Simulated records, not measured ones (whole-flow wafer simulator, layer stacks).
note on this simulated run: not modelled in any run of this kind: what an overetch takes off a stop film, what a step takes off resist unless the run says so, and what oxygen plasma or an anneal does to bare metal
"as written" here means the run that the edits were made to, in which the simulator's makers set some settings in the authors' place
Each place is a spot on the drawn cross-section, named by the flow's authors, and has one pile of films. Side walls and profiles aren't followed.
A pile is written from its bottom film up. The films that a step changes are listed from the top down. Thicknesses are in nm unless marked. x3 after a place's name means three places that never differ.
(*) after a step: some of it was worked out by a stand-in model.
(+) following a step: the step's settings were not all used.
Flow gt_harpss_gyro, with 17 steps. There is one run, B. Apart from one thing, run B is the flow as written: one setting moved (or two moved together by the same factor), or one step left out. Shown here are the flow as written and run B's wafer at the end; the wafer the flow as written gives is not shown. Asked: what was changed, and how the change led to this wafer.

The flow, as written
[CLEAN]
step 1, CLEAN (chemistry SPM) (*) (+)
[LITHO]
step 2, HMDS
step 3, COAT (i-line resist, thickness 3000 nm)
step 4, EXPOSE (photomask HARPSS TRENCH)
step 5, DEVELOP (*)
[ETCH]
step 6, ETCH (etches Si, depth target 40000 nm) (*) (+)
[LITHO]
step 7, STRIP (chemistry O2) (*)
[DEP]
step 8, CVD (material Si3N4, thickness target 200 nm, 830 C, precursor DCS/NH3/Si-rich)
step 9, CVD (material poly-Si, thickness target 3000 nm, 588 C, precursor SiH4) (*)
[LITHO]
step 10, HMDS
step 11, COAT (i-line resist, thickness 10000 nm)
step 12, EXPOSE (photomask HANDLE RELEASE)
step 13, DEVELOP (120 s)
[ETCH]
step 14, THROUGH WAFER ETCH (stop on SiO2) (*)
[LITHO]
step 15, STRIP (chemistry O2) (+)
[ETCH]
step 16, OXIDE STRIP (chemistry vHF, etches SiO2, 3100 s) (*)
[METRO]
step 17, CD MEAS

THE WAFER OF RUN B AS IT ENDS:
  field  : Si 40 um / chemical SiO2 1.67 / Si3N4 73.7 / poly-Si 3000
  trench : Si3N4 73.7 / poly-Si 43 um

Cause: step 8, CVD: 751 C was run, whereas the flow has 830 C.

How this came from the change, step by step:
  step 8, CVD (material Si3N4, thickness target 200 nm, 830 C, precursor DCS/NH3/Si-rich)
      field: +73.7 Si3N4 (new film) (as written it would have been: +200 Si3N4 (new film))
      trench: +73.7 Si3N4 (new film) (as written it would have been: +195.9 Si3N4 (new film))
  step 9, CVD (material poly-Si, thickness target 3000 nm, 588 C, precursor SiH4) (*)
      trench: +43 um poly-Si (new film) (as written it would have been: +43.01 um poly-Si (new film))
